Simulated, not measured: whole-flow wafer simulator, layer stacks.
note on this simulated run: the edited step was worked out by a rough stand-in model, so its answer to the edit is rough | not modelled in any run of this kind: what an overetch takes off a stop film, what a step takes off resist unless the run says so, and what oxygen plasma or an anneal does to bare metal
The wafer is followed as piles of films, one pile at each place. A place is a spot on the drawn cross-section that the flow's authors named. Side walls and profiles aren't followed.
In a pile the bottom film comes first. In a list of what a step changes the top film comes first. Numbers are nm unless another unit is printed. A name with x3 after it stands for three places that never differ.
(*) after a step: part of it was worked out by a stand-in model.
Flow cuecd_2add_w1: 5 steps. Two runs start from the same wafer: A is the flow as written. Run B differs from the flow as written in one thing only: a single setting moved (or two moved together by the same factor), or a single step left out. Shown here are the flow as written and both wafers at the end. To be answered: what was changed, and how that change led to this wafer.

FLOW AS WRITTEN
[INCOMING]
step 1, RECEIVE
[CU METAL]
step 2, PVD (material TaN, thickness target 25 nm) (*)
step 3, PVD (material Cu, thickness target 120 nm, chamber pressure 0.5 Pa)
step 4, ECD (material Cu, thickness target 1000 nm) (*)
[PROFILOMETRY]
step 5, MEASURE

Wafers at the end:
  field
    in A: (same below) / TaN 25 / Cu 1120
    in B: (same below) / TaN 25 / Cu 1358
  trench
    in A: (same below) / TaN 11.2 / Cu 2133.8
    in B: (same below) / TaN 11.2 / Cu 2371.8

The reason: step 4, ECD: thickness target 1238 nm was run, though the flow has thickness target 1000 nm.

How this came from the change, step by step:
  step 4, ECD (material Cu, thickness target 1000 nm) (*)
      field: A +1000 Cu | B +1238 Cu
      trench: A +2080.2 Cu | B +2318.2 Cu
